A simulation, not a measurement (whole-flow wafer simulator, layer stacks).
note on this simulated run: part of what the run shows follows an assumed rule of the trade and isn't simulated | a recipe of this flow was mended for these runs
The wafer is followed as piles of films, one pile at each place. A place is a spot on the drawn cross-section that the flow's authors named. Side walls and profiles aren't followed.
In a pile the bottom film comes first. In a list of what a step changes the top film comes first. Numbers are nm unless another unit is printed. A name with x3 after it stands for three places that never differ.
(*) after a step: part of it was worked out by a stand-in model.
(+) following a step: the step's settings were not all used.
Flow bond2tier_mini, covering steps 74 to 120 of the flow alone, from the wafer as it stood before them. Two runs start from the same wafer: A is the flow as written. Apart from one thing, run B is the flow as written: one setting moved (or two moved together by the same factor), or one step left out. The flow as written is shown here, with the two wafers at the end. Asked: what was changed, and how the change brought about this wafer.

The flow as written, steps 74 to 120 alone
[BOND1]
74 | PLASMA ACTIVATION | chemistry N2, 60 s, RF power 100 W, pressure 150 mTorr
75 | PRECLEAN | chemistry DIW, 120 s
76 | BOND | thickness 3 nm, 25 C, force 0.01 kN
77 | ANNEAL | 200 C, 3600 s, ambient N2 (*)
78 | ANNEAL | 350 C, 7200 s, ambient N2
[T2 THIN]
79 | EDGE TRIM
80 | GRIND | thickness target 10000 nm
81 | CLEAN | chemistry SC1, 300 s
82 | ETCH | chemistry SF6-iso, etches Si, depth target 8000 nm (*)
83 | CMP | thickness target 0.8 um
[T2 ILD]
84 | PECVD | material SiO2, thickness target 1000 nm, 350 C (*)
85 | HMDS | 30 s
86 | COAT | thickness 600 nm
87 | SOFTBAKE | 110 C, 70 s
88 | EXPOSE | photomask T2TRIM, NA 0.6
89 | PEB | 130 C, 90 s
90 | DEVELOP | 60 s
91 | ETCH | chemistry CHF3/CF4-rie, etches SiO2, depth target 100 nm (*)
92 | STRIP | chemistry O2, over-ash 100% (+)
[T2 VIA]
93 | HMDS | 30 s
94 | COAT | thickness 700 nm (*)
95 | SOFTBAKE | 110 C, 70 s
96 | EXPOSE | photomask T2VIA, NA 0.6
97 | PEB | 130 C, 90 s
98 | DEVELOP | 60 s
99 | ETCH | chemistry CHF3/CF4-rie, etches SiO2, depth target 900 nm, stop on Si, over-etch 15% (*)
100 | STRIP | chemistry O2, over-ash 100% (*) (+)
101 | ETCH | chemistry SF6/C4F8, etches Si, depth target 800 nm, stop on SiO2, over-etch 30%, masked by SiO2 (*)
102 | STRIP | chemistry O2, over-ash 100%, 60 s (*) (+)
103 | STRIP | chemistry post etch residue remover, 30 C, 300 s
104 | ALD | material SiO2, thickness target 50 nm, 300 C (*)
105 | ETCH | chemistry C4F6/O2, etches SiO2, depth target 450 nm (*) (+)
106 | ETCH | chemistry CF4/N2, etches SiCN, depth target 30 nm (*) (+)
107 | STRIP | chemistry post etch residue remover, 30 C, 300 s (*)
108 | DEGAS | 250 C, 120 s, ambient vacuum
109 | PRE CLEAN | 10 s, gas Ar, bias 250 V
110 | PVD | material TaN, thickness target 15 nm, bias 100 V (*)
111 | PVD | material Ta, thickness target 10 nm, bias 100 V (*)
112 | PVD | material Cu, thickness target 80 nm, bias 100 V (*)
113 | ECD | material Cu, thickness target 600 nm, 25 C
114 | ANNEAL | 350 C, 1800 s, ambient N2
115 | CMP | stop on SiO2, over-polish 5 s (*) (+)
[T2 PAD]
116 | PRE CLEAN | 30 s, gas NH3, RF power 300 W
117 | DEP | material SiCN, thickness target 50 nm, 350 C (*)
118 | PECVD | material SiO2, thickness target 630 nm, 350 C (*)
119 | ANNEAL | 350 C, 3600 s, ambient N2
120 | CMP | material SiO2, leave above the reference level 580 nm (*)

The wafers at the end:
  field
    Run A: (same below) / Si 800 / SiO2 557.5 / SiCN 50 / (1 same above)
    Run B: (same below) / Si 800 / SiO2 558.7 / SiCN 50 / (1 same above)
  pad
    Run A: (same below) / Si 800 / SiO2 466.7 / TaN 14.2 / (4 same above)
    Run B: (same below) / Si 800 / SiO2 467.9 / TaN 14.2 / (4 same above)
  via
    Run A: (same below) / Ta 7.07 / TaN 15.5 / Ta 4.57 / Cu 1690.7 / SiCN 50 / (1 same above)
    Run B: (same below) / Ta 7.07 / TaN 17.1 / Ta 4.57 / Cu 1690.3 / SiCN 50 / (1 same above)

The reason: step 109, PRE CLEAN: 6 s was run, while the flow as written has 10 s.

Step by step, how the change led to this:
  109 | PRE CLEAN | 10 s, gas Ar, bias 250 V
      field, pad: A -3 SiO2 | B -1.8 SiO2
      via: A -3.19 TaN | B -1.64 TaN
